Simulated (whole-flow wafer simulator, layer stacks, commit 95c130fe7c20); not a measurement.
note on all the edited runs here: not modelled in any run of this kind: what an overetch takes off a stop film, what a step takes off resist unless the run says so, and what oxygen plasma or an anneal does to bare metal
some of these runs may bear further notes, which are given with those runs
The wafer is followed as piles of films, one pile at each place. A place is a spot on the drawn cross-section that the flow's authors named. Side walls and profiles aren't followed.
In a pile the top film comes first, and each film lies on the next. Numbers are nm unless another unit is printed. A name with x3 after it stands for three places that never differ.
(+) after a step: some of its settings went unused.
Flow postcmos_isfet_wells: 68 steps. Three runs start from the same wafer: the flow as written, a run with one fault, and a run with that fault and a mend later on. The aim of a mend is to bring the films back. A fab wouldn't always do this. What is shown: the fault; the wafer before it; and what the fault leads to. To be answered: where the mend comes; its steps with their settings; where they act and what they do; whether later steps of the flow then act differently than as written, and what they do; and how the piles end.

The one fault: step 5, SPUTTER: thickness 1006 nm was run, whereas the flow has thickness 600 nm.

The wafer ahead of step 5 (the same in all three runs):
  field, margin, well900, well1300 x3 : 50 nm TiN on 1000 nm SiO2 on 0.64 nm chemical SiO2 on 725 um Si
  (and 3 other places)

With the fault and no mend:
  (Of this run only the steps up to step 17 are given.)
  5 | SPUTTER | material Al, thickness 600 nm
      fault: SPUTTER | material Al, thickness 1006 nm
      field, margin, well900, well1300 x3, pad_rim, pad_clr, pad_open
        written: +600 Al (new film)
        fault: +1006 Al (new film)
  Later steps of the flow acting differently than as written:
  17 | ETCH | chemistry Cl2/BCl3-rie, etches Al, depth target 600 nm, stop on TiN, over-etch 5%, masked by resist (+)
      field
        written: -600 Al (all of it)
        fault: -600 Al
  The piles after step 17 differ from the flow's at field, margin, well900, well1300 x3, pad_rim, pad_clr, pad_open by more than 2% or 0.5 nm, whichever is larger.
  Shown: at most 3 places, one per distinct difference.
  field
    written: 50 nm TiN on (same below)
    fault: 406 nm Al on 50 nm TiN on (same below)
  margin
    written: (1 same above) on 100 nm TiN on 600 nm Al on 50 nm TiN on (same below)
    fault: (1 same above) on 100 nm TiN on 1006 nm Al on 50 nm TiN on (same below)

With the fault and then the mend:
  The mend stands after step 5.
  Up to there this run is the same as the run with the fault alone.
  5a | ETCH | chemistry al pan, depth target 406 nm
      field, margin, well900, well1300 x3, pad_rim, pad_clr, pad_open
        -406 Al
  Later steps of the flow that are run all act as written at every place that is followed.
  The piles end the same as the flow's at every place that both follow.
